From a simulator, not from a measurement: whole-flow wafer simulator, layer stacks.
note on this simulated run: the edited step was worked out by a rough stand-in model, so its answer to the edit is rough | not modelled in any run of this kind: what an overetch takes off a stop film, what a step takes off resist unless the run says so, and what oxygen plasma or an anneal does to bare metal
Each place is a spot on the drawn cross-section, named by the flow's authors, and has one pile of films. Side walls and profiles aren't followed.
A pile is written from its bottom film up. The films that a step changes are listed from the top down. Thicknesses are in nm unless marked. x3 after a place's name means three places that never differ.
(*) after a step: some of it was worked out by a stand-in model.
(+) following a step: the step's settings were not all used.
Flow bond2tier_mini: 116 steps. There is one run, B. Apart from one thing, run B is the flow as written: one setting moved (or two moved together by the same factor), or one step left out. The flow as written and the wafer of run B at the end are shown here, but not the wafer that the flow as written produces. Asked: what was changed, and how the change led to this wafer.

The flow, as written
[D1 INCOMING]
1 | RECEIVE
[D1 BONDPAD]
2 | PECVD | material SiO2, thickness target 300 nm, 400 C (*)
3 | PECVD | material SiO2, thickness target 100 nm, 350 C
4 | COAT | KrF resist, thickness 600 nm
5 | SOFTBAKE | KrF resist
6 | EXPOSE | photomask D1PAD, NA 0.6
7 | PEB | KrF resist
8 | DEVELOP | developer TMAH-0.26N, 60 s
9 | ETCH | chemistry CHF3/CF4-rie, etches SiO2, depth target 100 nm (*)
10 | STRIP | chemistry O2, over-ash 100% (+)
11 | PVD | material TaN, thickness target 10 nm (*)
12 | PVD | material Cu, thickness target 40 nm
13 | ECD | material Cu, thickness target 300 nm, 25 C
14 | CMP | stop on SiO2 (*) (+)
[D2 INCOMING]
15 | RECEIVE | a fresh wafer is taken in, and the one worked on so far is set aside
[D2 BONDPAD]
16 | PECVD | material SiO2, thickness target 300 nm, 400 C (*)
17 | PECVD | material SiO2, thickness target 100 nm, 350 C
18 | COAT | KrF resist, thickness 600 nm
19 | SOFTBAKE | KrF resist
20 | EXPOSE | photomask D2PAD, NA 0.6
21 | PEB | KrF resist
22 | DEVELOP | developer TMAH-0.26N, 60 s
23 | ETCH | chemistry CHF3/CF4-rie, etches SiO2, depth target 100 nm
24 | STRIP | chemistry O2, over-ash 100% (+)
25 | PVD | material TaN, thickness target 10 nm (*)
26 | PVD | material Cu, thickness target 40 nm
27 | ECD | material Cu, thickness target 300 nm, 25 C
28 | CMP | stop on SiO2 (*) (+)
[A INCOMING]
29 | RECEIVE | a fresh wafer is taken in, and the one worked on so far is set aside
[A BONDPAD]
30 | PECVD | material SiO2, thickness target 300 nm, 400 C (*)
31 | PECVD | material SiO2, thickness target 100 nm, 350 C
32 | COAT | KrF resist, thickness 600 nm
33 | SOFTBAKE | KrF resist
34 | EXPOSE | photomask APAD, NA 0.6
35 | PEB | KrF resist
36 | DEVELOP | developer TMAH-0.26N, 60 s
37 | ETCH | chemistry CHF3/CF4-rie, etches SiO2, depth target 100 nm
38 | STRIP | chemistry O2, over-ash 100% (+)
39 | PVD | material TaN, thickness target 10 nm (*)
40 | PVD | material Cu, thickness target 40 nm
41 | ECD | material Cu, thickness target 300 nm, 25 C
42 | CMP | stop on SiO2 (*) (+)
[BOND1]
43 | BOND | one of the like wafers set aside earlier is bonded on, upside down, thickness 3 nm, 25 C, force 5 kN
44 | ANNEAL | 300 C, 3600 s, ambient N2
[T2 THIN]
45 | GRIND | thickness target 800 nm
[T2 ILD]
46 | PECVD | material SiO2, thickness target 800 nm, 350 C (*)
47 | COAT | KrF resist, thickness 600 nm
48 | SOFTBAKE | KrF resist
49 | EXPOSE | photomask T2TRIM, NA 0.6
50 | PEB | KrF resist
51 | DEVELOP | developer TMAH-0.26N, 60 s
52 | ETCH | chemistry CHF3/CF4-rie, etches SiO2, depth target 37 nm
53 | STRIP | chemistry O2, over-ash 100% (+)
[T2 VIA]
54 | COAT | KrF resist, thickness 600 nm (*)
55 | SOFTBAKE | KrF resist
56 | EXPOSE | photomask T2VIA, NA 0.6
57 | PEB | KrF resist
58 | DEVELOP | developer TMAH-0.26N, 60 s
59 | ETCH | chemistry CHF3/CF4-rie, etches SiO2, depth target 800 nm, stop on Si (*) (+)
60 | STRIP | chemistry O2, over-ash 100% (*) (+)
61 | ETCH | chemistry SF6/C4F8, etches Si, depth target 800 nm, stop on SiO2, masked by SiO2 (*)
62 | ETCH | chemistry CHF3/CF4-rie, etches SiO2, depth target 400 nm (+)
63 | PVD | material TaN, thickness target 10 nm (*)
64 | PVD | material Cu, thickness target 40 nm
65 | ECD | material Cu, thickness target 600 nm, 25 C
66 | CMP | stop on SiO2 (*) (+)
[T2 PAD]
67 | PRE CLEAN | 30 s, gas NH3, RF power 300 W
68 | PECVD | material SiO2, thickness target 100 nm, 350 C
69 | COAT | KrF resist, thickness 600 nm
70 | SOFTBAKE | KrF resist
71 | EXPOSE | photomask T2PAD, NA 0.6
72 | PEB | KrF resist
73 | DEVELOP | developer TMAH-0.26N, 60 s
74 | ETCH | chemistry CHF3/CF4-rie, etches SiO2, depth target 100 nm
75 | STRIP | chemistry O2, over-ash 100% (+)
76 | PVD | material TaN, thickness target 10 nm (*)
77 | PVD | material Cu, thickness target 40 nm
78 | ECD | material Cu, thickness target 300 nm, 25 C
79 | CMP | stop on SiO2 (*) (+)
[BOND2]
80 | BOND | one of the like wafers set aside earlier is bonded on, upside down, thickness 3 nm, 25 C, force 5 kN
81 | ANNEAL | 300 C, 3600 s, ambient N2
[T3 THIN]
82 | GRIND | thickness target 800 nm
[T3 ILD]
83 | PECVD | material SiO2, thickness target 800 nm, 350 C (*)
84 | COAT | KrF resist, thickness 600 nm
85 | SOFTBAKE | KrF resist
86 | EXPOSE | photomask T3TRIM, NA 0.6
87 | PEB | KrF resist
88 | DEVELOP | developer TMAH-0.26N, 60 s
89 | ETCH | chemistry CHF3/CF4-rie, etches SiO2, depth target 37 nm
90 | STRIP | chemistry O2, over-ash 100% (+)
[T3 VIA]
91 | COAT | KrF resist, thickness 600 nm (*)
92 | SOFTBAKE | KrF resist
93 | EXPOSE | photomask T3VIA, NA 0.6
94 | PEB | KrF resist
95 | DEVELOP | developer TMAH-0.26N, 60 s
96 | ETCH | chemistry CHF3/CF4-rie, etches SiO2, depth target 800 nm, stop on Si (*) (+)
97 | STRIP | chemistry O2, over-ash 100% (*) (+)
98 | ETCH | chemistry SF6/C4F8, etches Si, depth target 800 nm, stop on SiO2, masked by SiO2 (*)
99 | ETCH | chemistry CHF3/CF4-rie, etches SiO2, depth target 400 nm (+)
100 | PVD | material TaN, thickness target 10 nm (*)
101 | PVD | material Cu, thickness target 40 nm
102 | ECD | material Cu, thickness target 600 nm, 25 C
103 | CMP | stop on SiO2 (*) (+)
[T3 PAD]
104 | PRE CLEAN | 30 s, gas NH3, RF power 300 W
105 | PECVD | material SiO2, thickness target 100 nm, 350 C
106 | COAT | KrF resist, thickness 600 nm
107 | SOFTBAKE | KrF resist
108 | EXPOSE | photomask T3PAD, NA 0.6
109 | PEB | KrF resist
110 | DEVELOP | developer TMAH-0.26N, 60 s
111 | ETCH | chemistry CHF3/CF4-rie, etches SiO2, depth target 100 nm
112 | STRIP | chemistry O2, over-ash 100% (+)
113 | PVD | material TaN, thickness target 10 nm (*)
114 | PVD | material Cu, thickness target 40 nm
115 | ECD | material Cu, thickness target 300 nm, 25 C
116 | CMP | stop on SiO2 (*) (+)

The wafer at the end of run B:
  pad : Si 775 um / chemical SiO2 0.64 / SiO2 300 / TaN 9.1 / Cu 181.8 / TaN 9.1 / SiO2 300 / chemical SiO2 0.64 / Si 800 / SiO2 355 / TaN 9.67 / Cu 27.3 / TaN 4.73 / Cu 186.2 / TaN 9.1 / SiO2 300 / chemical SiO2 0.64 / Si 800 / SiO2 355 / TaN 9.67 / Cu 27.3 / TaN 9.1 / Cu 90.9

What caused this: step 76, PVD: thickness target 5.2 nm was run, though the flow has thickness target 10 nm.

How this came from the change, step by step:
  76 | PVD | material TaN, thickness target 10 nm (*)
      field: TaN gains 5.2 (new film) (it would be, as written: TaN gains 10 (new film))
      pad: TaN gains 4.73 (new film) (it would be, as written: TaN gains 9.1 (new film))
  79 | CMP | stop on SiO2 (*) (+)
      field: Cu loses 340 (all of it), TaN loses 5.2 (all of it) (it would be, as written: Cu loses 340 (all of it), TaN loses 10 (all of it))
